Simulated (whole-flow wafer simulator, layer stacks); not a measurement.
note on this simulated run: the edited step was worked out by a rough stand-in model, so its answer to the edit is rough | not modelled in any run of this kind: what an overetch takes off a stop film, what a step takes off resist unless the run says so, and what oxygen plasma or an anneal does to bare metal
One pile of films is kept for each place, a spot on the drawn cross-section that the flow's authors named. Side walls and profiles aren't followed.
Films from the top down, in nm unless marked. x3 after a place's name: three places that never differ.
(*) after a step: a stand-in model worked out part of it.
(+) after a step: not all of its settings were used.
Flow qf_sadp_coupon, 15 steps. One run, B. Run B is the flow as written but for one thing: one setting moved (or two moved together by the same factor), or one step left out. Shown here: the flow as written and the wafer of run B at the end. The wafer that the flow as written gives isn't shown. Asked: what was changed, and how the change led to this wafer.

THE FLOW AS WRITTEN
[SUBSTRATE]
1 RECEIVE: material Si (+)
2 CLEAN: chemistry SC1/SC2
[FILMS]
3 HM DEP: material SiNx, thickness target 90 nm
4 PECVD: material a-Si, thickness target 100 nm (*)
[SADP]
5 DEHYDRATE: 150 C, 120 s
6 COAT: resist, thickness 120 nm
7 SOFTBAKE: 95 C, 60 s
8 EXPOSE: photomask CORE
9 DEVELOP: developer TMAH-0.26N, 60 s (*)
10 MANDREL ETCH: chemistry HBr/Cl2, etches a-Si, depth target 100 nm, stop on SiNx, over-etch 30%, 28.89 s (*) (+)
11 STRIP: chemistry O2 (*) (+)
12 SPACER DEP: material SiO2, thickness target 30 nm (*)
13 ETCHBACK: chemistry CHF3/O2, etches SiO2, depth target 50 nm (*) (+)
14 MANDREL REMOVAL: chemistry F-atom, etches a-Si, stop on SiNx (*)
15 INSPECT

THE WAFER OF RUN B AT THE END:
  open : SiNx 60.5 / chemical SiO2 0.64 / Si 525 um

The cause: step 4, PECVD: thickness target 57 nm was run, where the flow has thickness target 100 nm.

How the change led to this, step by step:
  4 PECVD: material a-Si, thickness target 100 nm (*)
      m, open: a-Si +57 (new film) (as written it would be: a-Si +100 (new film))
  10 MANDREL ETCH: chemistry HBr/Cl2, etches a-Si, depth target 100 nm, stop on SiNx, over-etch 30%, 28.89 s (*) (+)
      open: a-Si -57 (all of it), SiNx -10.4 (as written it would be: a-Si -100 (all of it), SiNx -4.29)
  14 MANDREL REMOVAL: chemistry F-atom, etches a-Si, stop on SiNx (*)
      m: a-Si -52.8 (all of it) (as written it would be: a-Si -95.8 (all of it))
